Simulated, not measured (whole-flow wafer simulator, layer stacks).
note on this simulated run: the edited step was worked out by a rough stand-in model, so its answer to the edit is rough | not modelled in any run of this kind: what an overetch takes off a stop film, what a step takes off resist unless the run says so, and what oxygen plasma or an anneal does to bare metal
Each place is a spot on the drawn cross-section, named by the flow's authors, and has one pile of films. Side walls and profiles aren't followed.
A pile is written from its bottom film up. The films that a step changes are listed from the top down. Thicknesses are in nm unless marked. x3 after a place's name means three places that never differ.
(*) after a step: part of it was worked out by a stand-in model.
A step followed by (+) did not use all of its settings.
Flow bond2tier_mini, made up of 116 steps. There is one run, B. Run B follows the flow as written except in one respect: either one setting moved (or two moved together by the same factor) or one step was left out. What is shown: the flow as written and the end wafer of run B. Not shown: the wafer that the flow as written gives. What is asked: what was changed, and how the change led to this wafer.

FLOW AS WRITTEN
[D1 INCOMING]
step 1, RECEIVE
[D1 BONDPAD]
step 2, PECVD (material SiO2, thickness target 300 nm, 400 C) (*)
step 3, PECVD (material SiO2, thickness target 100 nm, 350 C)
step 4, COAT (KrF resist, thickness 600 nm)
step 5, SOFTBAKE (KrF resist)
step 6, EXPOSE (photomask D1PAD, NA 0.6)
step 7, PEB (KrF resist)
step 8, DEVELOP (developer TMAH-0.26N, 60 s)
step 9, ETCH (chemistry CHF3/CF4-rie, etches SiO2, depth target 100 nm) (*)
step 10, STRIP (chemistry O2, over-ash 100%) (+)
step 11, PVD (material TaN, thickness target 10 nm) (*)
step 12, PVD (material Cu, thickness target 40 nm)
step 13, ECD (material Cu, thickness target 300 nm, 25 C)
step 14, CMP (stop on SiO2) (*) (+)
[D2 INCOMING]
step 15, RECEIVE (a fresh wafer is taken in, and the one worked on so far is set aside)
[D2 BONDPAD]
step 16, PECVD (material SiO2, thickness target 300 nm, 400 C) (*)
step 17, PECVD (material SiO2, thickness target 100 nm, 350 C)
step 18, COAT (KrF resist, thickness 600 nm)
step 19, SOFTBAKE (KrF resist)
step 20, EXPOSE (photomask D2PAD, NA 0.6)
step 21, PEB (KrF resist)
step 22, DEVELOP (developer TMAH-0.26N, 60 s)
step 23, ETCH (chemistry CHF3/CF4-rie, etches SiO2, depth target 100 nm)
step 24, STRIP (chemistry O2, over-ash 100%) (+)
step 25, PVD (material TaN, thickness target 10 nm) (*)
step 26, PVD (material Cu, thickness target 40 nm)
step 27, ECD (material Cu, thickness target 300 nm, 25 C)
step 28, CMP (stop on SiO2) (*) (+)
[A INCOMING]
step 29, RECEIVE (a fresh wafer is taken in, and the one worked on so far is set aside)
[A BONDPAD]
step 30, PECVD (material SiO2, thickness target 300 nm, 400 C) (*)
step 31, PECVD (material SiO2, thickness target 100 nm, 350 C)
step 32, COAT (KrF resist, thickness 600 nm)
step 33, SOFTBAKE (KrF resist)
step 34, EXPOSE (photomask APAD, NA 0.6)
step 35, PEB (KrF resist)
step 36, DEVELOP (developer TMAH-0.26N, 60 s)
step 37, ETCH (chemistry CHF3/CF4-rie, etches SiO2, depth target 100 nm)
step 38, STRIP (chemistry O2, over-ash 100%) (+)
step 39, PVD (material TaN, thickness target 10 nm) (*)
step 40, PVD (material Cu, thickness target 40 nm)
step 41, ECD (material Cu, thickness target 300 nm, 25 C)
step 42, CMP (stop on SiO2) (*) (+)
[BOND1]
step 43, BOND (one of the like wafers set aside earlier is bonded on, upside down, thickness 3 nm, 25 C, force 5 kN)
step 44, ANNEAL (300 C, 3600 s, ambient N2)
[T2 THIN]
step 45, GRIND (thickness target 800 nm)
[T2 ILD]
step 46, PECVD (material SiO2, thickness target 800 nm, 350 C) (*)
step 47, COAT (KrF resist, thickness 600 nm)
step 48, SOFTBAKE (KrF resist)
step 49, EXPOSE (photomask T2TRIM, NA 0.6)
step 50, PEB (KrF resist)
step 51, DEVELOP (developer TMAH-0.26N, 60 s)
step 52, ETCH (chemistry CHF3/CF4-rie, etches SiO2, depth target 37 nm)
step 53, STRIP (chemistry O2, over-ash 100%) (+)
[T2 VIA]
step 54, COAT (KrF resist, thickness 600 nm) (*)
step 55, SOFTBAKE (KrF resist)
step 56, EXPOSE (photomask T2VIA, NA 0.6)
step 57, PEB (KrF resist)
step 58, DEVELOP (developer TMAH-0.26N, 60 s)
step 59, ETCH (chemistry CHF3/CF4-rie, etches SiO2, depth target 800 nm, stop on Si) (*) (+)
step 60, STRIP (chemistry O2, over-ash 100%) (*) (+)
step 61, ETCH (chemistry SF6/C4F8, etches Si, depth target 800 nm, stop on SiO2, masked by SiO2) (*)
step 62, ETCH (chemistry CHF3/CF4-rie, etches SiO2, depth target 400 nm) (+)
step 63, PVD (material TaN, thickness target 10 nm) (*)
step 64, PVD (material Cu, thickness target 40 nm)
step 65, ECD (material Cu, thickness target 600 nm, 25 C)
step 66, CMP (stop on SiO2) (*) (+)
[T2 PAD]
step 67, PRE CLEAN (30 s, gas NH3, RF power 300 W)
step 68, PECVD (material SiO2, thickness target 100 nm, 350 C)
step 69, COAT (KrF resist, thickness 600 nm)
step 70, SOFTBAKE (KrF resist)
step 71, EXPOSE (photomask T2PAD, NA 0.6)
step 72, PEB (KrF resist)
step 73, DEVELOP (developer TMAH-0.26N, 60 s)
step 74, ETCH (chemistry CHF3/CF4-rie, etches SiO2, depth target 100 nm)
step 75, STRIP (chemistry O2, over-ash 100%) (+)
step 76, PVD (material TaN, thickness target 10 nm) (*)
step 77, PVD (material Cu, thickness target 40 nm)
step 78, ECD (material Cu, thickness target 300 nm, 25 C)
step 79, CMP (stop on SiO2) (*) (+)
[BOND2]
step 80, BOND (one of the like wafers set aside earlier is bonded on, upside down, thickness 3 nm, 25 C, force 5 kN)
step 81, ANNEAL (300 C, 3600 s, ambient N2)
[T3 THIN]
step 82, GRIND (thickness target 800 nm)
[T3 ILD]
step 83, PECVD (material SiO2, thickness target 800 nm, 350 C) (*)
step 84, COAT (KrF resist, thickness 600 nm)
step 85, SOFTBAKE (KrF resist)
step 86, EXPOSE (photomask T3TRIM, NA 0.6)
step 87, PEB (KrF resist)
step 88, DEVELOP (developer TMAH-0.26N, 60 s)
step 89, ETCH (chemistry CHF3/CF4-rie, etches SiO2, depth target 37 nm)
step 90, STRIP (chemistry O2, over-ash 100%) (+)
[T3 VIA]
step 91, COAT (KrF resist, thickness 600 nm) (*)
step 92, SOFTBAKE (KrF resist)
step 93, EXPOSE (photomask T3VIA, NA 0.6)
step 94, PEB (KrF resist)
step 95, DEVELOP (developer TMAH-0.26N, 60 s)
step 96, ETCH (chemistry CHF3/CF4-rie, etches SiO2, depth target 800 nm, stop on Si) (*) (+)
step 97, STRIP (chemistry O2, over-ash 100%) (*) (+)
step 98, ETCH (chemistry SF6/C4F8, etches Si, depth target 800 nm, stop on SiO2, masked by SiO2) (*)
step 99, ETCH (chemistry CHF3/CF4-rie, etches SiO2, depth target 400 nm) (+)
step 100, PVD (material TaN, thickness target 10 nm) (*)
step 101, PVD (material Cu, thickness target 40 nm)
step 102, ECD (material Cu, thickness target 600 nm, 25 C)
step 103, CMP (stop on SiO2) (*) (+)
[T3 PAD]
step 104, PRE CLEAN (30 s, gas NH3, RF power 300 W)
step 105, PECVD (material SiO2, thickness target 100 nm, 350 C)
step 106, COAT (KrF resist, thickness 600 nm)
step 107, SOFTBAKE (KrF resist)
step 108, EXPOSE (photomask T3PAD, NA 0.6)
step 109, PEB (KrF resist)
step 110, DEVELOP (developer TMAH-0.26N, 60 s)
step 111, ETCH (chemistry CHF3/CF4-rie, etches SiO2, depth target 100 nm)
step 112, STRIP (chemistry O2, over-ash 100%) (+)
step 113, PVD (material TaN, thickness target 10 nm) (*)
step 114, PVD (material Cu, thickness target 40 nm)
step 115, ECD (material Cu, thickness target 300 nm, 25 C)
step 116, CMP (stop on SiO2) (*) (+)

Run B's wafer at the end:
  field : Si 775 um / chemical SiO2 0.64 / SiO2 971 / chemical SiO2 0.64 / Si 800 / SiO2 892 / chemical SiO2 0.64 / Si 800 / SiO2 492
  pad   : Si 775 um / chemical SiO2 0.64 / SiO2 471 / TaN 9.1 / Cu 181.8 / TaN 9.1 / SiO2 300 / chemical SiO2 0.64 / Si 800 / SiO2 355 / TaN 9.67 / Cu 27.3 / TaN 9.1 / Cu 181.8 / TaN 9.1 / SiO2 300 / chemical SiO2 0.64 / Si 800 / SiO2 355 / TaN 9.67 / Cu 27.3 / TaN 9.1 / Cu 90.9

Cause: step 30, PECVD: thickness target 471 nm was run, whereas the flow has thickness target 300 nm.
The wafer itself shows it: pad has SiO2 471, and step 30 as written asks for 300 nm.

Step by step, how the change led to this:
  step 30, PECVD (material SiO2, thickness target 300 nm, 400 C) (*)
      field, pad, via: +471 SiO2 (new film) (in the flow as written it would be: +300 SiO2 (new film))
